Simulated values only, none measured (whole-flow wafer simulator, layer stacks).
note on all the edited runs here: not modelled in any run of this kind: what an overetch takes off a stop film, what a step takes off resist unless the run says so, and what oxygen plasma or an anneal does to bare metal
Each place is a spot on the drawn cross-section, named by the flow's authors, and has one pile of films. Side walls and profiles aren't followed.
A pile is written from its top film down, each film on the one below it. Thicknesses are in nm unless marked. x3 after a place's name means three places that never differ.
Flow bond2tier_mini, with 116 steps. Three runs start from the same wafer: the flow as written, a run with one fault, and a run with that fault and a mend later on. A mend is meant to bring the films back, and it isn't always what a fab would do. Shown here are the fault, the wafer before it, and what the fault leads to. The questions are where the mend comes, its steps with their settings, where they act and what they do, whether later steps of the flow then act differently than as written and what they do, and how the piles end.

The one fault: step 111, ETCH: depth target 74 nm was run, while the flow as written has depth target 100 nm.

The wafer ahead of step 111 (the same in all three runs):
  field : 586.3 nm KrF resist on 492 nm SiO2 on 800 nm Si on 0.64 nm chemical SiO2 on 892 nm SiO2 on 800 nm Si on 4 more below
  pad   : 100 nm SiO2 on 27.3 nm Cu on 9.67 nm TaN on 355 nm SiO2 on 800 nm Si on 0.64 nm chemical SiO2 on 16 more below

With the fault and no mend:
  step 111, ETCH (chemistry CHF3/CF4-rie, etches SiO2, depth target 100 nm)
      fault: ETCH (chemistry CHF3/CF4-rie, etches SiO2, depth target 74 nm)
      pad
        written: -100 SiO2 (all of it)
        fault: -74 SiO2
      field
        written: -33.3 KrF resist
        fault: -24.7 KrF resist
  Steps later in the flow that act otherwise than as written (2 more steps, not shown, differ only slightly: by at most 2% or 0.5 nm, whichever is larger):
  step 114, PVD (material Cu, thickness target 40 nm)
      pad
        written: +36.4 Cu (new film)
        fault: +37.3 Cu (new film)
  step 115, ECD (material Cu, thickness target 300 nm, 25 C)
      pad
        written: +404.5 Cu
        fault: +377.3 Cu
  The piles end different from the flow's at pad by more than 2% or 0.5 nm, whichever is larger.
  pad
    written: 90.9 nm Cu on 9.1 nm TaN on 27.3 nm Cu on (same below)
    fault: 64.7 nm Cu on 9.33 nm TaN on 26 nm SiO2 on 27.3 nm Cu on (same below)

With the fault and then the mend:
  The mend stands after step 111.
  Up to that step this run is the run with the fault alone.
  step 111a, ETCH (chemistry CHF3/CF4-rie, etches SiO2, depth target 26 nm) (the flow's step 111 again, with other settings)
      field
        -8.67 KrF resist
      pad
        -26 SiO2 (all of it)
  None of the later steps of the flow acts differently than as written at any place that is followed.
  By the end, the piles equal the flow's at every place that both follow.
